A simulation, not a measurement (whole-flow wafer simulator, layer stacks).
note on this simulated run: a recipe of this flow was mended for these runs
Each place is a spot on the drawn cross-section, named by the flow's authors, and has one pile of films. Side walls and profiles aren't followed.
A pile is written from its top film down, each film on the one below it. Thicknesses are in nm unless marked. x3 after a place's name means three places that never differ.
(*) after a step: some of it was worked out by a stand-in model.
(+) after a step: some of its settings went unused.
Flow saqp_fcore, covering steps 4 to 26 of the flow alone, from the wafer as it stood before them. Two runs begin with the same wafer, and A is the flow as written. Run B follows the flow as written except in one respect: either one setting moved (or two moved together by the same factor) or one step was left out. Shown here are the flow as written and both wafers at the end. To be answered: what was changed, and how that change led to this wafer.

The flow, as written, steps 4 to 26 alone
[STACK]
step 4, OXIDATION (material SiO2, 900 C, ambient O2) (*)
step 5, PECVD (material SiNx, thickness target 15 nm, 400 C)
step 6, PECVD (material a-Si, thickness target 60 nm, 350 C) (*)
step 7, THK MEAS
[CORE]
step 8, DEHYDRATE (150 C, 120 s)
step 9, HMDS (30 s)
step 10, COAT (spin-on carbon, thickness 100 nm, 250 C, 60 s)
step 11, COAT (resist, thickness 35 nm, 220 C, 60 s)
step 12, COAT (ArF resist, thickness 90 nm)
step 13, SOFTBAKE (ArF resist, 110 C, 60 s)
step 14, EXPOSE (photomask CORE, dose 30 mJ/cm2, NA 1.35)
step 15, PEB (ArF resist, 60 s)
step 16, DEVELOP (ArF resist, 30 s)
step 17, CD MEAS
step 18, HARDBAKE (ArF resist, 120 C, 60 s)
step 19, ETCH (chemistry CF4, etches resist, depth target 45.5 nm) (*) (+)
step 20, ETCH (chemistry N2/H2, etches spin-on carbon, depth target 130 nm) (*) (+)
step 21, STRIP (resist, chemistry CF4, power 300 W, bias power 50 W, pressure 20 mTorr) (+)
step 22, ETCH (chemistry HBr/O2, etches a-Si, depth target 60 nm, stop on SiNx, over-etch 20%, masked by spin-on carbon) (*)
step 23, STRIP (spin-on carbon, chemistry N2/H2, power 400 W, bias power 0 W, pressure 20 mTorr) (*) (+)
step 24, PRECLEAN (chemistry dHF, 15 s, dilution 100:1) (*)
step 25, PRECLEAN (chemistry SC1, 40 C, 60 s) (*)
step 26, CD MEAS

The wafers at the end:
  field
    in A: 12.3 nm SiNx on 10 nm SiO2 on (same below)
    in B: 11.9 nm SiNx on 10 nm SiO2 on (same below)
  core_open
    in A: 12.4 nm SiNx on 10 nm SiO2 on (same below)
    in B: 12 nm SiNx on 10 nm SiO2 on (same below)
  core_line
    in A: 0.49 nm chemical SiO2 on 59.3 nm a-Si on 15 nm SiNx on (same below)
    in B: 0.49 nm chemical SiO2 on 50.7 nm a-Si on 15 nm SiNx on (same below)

What caused this: step 6, PECVD: thickness target 51.4 nm was run, though the flow has thickness target 60 nm.

The path from the change to this, step by step:
  step 6, PECVD (material a-Si, thickness target 60 nm, 350 C) (*)
      field, core_open, core_line: A +60 a-Si (new film) | B +51.4 a-Si (new film)
  step 22, ETCH (chemistry HBr/O2, etches a-Si, depth target 60 nm, stop on SiNx, over-etch 20%, masked by spin-on carbon) (*)
      field: A -36.8 a-Si (all of it), -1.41 SiNx | B -28.2 a-Si (all of it), -1.75 SiNx
      core_open: A -39.4 a-Si (all of it), -1.3 SiNx | B -30.8 a-Si (all of it), -1.65 SiNx
      (and at 1 other place as well)
  step 23, STRIP (spin-on carbon, chemistry N2/H2, power 400 W, bias power 0 W, pressure 20 mTorr) (*) (+)
      core_line: A -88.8 spin-on carbon (all of it) | B -90.8 spin-on carbon (all of it)
